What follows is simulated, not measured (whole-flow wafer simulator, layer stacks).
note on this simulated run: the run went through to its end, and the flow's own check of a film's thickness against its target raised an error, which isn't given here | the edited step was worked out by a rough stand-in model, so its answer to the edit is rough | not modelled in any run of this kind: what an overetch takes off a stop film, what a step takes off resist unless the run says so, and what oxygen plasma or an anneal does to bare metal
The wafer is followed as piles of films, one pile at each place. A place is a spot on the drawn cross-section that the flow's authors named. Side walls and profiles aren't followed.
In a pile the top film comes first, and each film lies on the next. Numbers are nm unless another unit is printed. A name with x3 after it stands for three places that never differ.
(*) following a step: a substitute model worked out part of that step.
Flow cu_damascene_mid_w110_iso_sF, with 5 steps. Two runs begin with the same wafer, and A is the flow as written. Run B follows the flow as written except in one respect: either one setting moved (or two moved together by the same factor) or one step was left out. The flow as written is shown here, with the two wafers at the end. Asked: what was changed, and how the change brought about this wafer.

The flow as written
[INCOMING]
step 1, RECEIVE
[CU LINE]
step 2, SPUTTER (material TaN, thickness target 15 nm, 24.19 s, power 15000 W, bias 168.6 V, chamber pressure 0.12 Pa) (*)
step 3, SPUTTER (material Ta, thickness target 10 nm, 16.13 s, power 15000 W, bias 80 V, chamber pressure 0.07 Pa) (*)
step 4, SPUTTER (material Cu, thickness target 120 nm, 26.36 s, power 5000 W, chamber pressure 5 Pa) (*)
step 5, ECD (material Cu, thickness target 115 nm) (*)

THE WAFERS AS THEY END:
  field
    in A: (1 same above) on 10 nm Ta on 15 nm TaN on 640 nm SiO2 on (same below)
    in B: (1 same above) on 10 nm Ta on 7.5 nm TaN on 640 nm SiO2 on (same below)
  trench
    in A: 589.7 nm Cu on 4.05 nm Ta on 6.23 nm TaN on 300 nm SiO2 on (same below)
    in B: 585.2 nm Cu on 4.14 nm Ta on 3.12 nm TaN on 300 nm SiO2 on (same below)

Cause: step 2, SPUTTER: 12.1 s was run, whereas the flow has 24.19 s.

Step by step, how the change led to this:
  step 2, SPUTTER (material TaN, thickness target 15 nm, 24.19 s, power 15000 W, bias 168.6 V, chamber pressure 0.12 Pa) (*)
      field: A TaN gains 15 (new film) | B TaN gains 7.5 (new film)
      trench: A TaN gains 6.23 (new film) | B TaN gains 3.12 (new film)
  step 4, SPUTTER (material Cu, thickness target 120 nm, 26.36 s, power 5000 W, chamber pressure 5 Pa) (*)
      trench: A Cu gains 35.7 (new film) | B Cu gains 36.6 (new film)
